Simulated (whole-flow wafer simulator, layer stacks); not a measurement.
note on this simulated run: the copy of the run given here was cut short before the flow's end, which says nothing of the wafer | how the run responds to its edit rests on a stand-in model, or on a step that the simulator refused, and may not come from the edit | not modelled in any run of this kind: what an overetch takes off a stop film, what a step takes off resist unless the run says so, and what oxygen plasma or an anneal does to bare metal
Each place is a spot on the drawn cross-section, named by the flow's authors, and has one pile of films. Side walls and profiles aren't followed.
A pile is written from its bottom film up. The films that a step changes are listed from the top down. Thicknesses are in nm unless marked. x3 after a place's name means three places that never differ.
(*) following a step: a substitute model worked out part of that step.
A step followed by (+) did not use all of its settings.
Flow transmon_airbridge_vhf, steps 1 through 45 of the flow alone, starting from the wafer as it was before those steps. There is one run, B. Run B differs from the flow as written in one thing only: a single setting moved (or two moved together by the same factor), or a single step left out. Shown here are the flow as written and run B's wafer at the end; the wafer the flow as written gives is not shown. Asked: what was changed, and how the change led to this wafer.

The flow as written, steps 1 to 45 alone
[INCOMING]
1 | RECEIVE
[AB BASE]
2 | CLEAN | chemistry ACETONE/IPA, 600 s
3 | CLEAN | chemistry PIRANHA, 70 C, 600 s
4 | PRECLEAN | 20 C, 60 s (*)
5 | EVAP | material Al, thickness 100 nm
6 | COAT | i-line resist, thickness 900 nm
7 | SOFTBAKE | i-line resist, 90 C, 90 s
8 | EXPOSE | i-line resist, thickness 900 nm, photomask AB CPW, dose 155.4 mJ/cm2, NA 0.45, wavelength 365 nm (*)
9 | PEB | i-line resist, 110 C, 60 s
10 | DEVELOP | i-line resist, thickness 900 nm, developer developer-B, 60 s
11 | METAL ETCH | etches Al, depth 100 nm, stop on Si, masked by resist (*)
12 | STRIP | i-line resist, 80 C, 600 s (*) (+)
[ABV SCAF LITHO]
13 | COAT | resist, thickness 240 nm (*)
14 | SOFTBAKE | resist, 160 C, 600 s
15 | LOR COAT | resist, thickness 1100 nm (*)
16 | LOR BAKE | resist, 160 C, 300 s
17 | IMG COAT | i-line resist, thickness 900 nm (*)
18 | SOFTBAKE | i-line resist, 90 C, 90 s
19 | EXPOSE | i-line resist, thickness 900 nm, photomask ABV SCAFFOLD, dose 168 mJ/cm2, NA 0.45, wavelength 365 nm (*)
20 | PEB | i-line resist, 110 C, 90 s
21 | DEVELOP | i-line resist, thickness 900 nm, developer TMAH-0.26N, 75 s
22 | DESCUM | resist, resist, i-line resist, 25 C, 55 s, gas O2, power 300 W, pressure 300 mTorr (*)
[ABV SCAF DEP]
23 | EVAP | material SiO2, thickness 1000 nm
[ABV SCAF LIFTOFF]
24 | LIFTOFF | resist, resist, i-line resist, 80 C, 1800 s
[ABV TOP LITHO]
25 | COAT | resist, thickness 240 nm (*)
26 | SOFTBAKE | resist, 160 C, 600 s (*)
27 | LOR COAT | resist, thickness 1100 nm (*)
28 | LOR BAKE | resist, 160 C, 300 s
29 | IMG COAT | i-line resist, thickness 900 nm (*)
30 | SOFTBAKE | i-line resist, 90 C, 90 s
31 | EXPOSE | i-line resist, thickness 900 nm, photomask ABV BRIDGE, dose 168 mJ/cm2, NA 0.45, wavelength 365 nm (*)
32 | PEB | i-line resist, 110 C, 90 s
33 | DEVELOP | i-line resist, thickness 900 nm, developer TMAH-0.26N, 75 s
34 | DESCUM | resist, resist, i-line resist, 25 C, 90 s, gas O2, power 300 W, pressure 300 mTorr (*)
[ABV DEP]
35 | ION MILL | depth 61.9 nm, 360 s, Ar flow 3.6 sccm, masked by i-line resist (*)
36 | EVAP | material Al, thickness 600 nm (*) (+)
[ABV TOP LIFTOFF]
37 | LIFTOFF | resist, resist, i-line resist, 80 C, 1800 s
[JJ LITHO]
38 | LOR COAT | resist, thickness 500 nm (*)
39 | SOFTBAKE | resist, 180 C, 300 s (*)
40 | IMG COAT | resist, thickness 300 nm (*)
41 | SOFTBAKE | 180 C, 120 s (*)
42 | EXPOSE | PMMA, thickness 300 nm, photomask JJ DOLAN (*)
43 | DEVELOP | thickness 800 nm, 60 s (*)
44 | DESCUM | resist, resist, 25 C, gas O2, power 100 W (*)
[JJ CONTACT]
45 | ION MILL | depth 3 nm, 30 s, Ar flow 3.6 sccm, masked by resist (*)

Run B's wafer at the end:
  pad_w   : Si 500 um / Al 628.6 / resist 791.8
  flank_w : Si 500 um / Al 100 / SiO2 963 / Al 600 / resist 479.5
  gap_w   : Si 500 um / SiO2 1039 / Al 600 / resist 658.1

Cause: step 23, EVAP: thickness 1075 nm was run, whereas the flow has thickness 1000 nm.

Step by step, how the change led to this:
  23 | EVAP | material SiO2, thickness 1000 nm
      field x3, jj_line, ground_far and 10 more: +1075 SiO2 (new film) (it would be, as written: +1000 SiO2 (new film))
      flank_w, flank_e: +999 SiO2 (new film) (it would be, as written: +929.3 SiO2 (new film))
  24 | LIFTOFF | resist, resist, i-line resist, 80 C, 1800 s
      field x3, jj_line, trace_open_s x2: -1075 SiO2 (all of it), -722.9 i-line resist (all of it), -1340 resist (all of it) (it would be, as written: -1000 SiO2 (all of it), -722.9 i-line resist (all of it), -1340 resist (all of it))
      pad_w, pad_e: -1075 SiO2 (all of it), -718 i-line resist (all of it), -1330.2 resist (all of it) (it would be, as written: -1000 SiO2 (all of it), -718 i-line resist (all of it), -1330.2 resist (all of it))
      (and at 1 other place as well)
  25 | COAT | resist, thickness 240 nm (*)
      margin_s, margin_n: +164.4 resist (new film) (it would be, as written: +168.6 resist (new film))
      bridge_strip: +184.3 resist (new film) (it would be, as written: +188.1 resist (new film))
  27 | LOR COAT | resist, thickness 1100 nm (*)
      margin_s, margin_n: +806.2 resist (it would be, as written: +823.4 resist)
      flank_w: +804.9 resist (it would be, as written: +822.6 resist)
      (and at 1 other place as well)
  29 | IMG COAT | i-line resist, thickness 900 nm (*)
      gap_w, gap_e: +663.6 i-line resist (new film) (it would be, as written: +681.7 i-line resist (new film))
      margin_s, margin_n: +579.4 i-line resist (new film) (it would be, as written: +603.2 i-line resist (new film))
      (and at 3 other places as well)
  32 | PEB | i-line resist, 110 C, 90 s
      flank_w, flank_e: -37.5 i-line resist (it would be, as written: -38.3 i-line resist)
      gap_w, gap_e: -33.8 i-line resist (it would be, as written: -34.7 i-line resist)
      (and at 4 other places as well)
  33 | DEVELOP | i-line resist, thickness 900 nm, developer TMAH-0.26N, 75 s
      gap_w, gap_e: -629.8 i-line resist (all of it), -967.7 resist (it would be, as written: -646.9 i-line resist (all of it), -977.8 resist)
      flank_w: -696.6 i-line resist (all of it), -804.9 resist (it would be, as written: -710.9 i-line resist (all of it), -822.6 resist)
      (and at 3 other places as well)
  34 | DESCUM | resist, resist, i-line resist, 25 C, 90 s, gas O2, power 300 W, pressure 300 mTorr (*)
      bridge_strip: -184.3 resist (all of it) (it would be, as written: -188.1 resist (all of it))
  37 | LIFTOFF | resist, resist, i-line resist, 80 C, 1800 s
      margin_s, margin_n: -600 Al (all of it), -295.7 i-line resist (all of it), -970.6 resist (all of it) (it would be, as written: -600 Al (all of it), -318.3 i-line resist (all of it), -992 resist (all of it))
